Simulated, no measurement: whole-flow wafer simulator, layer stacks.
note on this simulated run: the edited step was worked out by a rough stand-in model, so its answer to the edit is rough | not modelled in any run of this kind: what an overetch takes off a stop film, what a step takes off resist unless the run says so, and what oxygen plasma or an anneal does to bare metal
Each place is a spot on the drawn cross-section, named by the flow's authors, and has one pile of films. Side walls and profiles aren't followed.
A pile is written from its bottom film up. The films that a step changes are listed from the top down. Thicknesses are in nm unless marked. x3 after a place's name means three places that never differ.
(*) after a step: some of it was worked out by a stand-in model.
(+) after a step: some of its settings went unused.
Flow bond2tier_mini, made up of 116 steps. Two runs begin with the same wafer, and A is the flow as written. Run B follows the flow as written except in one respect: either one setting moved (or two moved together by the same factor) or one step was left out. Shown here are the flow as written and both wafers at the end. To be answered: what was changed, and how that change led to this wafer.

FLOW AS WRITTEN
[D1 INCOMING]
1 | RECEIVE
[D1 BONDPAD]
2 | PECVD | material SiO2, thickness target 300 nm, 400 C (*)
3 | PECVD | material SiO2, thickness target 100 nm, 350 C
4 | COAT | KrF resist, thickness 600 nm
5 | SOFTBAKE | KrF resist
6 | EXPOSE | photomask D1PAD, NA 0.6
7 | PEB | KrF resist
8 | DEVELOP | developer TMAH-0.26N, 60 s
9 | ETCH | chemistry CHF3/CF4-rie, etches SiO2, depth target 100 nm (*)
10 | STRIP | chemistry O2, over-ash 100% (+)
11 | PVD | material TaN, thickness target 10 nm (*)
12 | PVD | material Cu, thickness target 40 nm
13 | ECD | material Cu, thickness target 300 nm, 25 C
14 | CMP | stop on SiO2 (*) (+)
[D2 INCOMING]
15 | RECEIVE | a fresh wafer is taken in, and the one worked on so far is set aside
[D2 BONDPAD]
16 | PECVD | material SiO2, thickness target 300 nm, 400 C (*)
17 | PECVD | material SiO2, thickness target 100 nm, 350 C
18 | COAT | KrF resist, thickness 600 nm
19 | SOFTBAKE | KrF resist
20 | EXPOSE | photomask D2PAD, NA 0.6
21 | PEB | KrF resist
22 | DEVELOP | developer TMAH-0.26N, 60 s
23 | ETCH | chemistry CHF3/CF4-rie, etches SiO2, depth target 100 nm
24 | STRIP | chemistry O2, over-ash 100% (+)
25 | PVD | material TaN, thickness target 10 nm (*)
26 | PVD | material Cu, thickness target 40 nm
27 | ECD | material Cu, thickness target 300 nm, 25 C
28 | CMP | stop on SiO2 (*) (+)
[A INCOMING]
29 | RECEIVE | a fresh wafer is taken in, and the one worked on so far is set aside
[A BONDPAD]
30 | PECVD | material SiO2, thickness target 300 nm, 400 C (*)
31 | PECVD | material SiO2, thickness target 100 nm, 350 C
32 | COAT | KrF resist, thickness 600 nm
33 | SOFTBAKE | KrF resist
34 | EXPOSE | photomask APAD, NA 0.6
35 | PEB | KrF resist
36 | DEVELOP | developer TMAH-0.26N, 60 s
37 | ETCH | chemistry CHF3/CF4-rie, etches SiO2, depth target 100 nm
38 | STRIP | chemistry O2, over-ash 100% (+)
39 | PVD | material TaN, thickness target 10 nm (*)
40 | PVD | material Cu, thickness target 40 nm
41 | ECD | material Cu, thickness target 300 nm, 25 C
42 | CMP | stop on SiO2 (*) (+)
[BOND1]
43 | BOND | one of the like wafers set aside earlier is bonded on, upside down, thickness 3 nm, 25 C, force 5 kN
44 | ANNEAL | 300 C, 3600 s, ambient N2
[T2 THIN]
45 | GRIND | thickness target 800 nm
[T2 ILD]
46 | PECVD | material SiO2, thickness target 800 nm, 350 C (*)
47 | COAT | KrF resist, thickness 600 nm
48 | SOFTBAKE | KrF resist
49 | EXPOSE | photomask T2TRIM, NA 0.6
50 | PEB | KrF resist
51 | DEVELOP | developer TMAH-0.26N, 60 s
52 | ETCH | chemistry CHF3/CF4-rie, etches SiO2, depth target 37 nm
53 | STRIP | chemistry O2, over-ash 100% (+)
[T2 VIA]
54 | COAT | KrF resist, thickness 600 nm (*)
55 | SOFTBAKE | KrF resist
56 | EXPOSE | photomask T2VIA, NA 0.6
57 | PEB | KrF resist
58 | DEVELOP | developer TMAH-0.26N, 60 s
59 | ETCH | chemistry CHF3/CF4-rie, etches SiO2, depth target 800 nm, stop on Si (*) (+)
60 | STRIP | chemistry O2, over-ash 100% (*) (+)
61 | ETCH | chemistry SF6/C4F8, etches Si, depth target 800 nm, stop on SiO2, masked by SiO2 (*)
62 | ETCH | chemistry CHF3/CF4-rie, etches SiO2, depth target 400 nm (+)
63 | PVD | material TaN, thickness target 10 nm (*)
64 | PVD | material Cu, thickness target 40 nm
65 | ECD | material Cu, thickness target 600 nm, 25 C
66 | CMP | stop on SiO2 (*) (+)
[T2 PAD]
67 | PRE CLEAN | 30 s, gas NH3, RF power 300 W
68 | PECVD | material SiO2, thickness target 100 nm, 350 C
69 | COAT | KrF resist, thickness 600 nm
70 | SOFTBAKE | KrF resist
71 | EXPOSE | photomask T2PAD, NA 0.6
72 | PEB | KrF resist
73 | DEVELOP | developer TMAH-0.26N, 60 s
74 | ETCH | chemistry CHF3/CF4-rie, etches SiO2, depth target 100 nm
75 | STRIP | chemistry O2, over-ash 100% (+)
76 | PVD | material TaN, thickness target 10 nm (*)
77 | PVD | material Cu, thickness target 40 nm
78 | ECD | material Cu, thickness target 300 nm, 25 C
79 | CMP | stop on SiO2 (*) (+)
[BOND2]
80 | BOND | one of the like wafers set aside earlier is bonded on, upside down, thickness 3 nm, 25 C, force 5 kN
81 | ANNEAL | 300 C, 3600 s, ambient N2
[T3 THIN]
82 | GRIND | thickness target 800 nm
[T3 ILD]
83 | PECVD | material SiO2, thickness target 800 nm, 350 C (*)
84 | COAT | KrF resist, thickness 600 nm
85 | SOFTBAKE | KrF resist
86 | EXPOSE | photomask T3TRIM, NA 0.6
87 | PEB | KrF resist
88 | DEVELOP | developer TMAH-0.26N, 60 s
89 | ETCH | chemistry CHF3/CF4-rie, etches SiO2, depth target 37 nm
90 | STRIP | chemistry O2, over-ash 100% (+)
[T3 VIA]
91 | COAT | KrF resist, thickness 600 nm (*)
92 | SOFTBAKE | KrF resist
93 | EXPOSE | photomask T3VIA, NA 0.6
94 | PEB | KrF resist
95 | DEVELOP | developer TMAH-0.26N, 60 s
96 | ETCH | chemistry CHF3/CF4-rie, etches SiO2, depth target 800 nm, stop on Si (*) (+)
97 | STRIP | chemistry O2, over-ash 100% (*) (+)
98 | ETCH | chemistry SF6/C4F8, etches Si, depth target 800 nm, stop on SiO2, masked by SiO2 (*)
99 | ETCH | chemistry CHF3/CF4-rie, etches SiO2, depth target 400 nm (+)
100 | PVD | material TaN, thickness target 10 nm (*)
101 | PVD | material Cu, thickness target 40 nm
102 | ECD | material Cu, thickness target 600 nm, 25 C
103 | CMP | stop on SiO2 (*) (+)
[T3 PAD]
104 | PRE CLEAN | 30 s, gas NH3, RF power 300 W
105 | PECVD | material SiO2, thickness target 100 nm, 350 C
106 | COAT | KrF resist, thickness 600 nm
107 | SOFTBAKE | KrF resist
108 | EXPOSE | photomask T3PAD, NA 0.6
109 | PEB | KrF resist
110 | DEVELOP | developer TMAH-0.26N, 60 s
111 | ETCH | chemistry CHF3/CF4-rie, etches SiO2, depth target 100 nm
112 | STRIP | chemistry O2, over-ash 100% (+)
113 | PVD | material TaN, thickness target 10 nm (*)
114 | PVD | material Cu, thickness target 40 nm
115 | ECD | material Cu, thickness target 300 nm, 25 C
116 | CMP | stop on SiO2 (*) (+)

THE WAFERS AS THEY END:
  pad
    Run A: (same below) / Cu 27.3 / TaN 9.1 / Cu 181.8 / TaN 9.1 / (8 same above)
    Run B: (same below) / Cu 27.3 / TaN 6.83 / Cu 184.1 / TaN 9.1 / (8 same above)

Cause: step 76, PVD: thickness target 7.5 nm was run, while the flow as written has thickness target 10 nm.

Step by step, how the change led to this:
  76 | PVD | material TaN, thickness target 10 nm (*)
      field: A TaN gains 10 (new film) | B TaN gains 7.5 (new film)
      pad: A TaN gains 9.1 (new film) | B TaN gains 6.83 (new film)
  79 | CMP | stop on SiO2 (*) (+)
      field: A Cu loses 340 (all of it), TaN loses 10 (all of it) | B Cu loses 340 (all of it), TaN loses 7.5 (all of it)
